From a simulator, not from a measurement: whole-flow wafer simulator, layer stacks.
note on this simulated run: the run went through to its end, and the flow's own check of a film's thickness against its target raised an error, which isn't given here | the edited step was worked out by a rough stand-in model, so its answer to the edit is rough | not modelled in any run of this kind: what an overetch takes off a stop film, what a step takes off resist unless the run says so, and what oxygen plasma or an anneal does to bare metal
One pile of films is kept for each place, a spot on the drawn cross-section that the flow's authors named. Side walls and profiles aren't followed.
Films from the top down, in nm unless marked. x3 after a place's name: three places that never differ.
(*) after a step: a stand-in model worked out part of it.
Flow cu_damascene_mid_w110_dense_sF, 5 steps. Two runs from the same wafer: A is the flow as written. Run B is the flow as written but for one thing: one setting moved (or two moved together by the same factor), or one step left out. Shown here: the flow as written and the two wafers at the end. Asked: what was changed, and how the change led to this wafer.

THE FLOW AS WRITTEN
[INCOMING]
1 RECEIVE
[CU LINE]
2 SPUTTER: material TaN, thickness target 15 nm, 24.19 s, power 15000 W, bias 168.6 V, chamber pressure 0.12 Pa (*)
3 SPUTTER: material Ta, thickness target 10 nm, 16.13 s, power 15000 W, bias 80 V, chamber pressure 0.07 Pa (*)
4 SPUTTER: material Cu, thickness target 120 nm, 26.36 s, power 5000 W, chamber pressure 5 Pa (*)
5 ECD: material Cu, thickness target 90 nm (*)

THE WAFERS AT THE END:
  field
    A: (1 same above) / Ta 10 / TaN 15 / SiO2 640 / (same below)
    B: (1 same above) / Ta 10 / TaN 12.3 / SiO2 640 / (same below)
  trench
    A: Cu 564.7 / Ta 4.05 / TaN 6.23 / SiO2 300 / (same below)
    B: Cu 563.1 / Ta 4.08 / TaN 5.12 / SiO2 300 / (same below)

The cause: step 2, SPUTTER: power 12330 W was run, where the flow has power 15000 W.

How the change led to this, step by step:
  2 SPUTTER: material TaN, thickness target 15 nm, 24.19 s, power 15000 W, bias 168.6 V, chamber pressure 0.12 Pa (*)
      field: A TaN +15 (new film) | B TaN +12.3 (new film)
      trench: A TaN +6.23 (new film) | B TaN +5.12 (new film)
